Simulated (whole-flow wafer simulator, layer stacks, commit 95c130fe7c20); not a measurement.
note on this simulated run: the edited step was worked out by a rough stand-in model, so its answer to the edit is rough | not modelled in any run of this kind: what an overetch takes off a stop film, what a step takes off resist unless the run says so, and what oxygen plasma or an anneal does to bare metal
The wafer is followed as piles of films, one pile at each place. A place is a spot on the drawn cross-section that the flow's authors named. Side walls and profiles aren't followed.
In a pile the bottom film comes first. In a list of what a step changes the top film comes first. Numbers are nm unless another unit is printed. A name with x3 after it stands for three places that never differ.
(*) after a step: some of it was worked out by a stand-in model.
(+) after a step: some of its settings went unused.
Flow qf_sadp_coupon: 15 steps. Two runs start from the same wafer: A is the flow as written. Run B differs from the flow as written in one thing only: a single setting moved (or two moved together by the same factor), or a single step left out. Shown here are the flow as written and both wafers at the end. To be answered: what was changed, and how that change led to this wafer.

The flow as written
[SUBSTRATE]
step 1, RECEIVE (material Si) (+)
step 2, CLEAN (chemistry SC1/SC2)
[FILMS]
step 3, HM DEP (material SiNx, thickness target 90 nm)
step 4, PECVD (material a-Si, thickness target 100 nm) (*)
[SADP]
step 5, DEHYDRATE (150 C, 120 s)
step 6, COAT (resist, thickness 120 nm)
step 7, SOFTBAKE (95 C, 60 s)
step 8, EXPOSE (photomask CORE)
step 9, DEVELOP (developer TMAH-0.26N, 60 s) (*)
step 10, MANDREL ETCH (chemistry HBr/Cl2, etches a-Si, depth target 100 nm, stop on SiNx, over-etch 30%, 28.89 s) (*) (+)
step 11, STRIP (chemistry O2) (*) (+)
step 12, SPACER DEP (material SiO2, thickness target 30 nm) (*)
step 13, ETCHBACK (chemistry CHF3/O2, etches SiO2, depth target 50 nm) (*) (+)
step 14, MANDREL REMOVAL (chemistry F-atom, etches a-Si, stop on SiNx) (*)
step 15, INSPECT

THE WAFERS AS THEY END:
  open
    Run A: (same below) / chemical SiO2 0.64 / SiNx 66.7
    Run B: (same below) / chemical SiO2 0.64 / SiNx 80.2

What caused this: step 13, ETCHBACK: depth target 35.8 nm was run, whereas the flow has depth target 50 nm.

The path from the change to this, step by step:
  step 13, ETCHBACK (chemistry CHF3/O2, etches SiO2, depth target 50 nm) (*) (+)
      m: A -30 SiO2 (all of it), -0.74 chemical SiO2 (all of it), -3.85 a-Si | B -30 SiO2 (all of it), -0.74 chemical SiO2 (all of it), -1.01 a-Si
      open: A -30 SiO2 (all of it), -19 SiNx | B -30 SiO2 (all of it), -5.52 SiNx
  step 14, MANDREL REMOVAL (chemistry F-atom, etches a-Si, stop on SiNx) (*)
      m: A -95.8 a-Si (all of it) | B -98.7 a-Si (all of it)
